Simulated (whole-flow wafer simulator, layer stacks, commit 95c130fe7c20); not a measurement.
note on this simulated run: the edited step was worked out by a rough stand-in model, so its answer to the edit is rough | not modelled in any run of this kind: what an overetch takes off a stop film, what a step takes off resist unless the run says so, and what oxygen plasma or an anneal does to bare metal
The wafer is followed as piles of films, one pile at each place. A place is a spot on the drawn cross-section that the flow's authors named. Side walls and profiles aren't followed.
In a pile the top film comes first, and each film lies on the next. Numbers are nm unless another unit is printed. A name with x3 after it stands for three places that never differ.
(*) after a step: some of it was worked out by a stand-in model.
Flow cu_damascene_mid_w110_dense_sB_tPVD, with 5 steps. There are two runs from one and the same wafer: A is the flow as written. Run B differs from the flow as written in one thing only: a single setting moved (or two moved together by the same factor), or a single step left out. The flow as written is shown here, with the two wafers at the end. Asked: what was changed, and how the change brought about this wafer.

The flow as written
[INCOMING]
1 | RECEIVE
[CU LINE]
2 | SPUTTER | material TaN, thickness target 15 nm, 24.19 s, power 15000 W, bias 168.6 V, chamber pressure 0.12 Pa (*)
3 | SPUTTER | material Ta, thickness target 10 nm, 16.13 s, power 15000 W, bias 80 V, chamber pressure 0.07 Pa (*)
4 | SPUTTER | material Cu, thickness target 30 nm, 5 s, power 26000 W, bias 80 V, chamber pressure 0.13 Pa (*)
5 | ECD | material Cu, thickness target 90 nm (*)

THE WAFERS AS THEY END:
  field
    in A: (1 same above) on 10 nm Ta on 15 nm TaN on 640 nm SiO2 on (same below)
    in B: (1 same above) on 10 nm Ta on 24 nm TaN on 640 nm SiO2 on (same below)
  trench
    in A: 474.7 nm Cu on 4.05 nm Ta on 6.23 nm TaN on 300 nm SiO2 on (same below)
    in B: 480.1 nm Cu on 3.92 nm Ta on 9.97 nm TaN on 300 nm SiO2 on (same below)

What caused this: step 2, SPUTTER: 38.7 s was run, while the flow as written has 24.19 s.

How this came from the change, step by step:
  2 | SPUTTER | material TaN, thickness target 15 nm, 24.19 s, power 15000 W, bias 168.6 V, chamber pressure 0.12 Pa (*)
      field: A TaN gains 15 (new film) | B TaN gains 24 (new film)
      trench: A TaN gains 6.23 (new film) | B TaN gains 9.97 (new film)
